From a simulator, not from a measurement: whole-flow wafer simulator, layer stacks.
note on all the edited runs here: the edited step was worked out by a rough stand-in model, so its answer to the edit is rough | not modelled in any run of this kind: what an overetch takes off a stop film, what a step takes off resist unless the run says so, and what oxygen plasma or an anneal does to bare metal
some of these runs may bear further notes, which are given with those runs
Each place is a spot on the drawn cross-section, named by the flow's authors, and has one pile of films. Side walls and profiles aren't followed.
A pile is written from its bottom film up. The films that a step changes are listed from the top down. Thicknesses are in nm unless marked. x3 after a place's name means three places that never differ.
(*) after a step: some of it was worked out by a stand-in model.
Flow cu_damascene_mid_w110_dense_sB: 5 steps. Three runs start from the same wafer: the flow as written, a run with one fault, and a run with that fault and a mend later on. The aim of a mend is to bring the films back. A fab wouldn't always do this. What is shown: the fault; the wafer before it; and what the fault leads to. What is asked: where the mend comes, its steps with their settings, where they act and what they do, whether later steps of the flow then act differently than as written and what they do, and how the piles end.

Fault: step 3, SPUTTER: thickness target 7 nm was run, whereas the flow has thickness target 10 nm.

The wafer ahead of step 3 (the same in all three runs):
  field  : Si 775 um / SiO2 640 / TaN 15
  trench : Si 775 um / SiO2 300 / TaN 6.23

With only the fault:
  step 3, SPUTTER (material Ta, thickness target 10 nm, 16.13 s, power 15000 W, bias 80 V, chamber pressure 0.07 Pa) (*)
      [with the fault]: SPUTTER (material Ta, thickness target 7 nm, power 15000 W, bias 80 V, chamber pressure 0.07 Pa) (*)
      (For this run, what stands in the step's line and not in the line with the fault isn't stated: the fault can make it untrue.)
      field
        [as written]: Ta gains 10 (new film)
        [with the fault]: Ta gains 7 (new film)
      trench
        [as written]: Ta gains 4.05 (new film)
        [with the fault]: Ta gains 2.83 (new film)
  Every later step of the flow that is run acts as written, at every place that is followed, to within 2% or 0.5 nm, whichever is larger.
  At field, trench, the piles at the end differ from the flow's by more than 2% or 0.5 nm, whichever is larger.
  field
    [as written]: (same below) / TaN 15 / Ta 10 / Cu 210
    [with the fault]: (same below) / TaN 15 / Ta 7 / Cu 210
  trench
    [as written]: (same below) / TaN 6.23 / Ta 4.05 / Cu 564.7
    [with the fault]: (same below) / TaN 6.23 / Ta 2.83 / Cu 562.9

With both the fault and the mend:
  After step 3 comes the mend.
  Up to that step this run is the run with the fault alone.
  step 3a, SPUTTER (material Ta, thickness target 3 nm, power 15000 W, bias 80 V, chamber pressure 0.07 Pa) (*) (the flow's step 3, run once more with other settings)
      field
        Ta gains 3
      trench
        Ta gains 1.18
  Every later step of the flow that is run acts as written at every place that is followed.
  The piles end only slightly different from the flow's at the places that both follow, by no more than 2% or 0.5 nm, whichever is larger.
